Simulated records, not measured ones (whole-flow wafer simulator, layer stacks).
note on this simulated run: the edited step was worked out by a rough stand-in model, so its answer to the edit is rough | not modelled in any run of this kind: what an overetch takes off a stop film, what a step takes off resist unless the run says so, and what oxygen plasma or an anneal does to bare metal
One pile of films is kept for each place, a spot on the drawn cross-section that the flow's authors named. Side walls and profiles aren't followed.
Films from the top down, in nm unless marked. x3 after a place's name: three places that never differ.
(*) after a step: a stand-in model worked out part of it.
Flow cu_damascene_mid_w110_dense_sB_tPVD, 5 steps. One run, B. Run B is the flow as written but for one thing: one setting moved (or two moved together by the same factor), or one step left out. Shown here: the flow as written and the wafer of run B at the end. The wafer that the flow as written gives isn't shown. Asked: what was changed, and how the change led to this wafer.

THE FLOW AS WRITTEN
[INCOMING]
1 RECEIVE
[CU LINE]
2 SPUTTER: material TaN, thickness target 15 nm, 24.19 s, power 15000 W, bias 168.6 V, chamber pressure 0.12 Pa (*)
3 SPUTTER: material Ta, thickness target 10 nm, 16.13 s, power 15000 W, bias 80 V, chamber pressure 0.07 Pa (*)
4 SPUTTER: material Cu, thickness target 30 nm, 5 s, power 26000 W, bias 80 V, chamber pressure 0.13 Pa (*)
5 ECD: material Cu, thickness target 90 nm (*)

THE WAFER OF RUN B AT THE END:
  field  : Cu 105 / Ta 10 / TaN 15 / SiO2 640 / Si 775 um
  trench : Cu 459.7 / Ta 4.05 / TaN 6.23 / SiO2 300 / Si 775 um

The cause: step 4, SPUTTER: thickness target 15 nm was run, where the flow has thickness target 30 nm.

How the change led to this, step by step:
  4 SPUTTER: material Cu, thickness target 30 nm, 5 s, power 26000 W, bias 80 V, chamber pressure 0.13 Pa (*)
      field: Cu +15 (new film) (as written it would be: Cu +30 (new film))
      trench: Cu +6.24 (new film) (as written it would be: Cu +12.5 (new film))
